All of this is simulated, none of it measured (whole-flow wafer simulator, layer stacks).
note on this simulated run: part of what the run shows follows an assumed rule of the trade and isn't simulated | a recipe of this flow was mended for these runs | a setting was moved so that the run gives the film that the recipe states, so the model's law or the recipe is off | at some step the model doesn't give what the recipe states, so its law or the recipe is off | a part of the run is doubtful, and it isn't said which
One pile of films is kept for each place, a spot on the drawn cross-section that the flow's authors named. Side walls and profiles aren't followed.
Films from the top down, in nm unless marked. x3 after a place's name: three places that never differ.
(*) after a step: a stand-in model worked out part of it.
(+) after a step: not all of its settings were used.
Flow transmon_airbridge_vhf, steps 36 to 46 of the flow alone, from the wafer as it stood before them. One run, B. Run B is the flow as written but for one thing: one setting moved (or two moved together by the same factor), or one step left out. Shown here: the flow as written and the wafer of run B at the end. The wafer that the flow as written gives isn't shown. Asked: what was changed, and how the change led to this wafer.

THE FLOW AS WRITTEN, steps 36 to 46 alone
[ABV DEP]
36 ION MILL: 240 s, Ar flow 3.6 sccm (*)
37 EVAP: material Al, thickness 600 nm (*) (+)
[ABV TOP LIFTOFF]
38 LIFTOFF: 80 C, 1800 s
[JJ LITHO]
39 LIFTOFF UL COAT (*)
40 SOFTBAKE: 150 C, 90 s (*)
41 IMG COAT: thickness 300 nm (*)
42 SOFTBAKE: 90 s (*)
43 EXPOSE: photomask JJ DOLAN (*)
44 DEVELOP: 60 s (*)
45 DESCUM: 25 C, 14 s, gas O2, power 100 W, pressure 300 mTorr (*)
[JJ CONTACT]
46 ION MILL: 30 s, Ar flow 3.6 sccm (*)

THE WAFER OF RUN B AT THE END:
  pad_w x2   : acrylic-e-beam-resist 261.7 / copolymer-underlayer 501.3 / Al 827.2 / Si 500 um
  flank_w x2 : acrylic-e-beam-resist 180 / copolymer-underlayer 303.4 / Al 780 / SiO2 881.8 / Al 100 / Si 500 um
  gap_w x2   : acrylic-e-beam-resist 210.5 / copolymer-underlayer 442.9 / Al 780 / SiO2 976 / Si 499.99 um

The cause: step 37, EVAP: thickness 780 nm was run, where the flow has thickness 600 nm.
It can be read off the wafer: flank_w x2 has Al 780, and step 37 as written asks for 600 nm.

How the change led to this, step by step:
  37 EVAP: material Al, thickness 600 nm (*) (+)
      field x3, jj_line, ground_far and 10 more: Al +780 (new film) (as written it would be: Al +600 (new film))
      pad_w x2: Al +768.4 (as written it would be: Al +591.1)
  38 LIFTOFF: 80 C, 1800 s
      field x3, jj_line, trace_open_s x2: Al -780 (all of it), i-line-resist -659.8 (all of it), lift-off-underlayer -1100 (all of it), acrylic-e-beam-resist -240 (all of it) (as written it would be: Al -600 (all of it), i-line-resist -659.8 (all of it), lift-off-underlayer -1100 (all of it), acrylic-e-beam-resist -240 (all of it))
      margin_s, margin_n: Al -780 (all of it), i-line-resist -378.2 (all of it), lift-off-underlayer -823.4 (all of it), acrylic-e-beam-resist -168.6 (all of it) (as written it would be: Al -600 (all of it), i-line-resist -378.2 (all of it), lift-off-underlayer -823.4 (all of it), acrylic-e-beam-resist -168.6 (all of it))
      (and at 1 more place)
  39 LIFTOFF UL COAT (*)
      pad_w x2: copolymer-underlayer +501.3 (new film) (as written it would be: copolymer-underlayer +513.6 (new film))
      margin_s, margin_n: copolymer-underlayer +459.5 (new film) (as written it would be: copolymer-underlayer +446.3 (new film))
      (and at 1 more place)
  41 IMG COAT: thickness 300 nm (*)
      pad_w x2: acrylic-e-beam-resist +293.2 (new film) (as written it would be: acrylic-e-beam-resist +300.2 (new film))
      flank_w x2: acrylic-e-beam-resist +211.5 (new film) (as written it would be: acrylic-e-beam-resist +217.1 (new film))
      (and at 4 more places)
